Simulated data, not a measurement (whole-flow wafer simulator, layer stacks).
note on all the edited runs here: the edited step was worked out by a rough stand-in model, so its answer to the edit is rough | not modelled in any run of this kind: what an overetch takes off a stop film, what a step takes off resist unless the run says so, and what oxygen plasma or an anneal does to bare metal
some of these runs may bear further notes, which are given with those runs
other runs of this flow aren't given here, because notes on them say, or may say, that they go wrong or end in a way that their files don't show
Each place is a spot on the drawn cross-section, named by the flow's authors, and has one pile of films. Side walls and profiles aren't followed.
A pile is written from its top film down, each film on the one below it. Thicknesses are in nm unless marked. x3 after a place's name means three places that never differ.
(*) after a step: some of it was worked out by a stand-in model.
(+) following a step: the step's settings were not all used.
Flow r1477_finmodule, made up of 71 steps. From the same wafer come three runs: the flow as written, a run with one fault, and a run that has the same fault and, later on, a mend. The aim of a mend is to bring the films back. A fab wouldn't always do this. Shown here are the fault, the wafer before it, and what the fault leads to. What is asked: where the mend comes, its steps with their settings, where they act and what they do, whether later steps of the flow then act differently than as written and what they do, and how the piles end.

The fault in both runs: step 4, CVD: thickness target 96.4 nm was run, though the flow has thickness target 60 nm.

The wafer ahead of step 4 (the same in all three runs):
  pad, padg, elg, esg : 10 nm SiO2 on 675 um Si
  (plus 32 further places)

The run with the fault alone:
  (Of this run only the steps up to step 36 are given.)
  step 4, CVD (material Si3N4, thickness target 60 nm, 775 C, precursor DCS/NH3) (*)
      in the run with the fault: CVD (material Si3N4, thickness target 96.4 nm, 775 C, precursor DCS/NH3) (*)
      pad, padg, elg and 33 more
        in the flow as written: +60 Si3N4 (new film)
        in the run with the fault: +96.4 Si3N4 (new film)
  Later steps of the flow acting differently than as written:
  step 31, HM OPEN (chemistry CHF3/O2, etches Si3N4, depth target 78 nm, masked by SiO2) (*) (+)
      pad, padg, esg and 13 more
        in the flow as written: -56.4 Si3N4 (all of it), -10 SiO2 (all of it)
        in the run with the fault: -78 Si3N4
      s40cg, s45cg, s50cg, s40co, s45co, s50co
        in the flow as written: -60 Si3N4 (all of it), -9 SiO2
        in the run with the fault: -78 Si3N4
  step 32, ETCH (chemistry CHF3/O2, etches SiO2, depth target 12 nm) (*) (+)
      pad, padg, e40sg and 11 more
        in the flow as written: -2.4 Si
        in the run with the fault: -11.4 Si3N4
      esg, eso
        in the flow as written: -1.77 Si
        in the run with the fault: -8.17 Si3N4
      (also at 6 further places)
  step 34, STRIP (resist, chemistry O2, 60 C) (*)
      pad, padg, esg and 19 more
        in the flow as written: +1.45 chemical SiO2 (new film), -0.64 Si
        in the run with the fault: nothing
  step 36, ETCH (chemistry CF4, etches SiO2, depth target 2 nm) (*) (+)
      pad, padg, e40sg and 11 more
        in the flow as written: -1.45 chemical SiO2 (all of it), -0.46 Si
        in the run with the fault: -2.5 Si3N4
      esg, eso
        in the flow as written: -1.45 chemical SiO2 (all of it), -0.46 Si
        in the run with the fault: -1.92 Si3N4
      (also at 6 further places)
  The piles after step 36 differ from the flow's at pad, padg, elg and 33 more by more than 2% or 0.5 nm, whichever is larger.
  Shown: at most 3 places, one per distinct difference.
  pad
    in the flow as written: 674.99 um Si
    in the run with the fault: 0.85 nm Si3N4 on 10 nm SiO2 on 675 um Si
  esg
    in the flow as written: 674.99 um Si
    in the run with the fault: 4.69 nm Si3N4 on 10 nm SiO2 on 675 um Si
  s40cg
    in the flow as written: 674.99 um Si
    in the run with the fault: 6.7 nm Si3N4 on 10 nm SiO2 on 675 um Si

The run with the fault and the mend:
  The mend stands after step 5.
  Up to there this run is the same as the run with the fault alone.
  step 5a, ETCH (chemistry h3po4, depth target 110.9 nm)
      pad, padg, elg and 33 more
        -96.4 Si3N4 (all of it)
  step 5b, CLEAN (chemistry SC1/SC2) (the flow's step 2, run once more)
      alters no film at any place that is followed
  step 5c, CVD (material Si3N4, thickness target 60 nm, 775 C, precursor DCS/NH3) (*) (the flow's step 4, run once more)
      pad, padg, elg and 33 more
        +60 Si3N4 (new film)
  Later steps of the flow that are run all act as written at every place that is followed.
  By the end, the piles equal the flow's at every place that both follow.
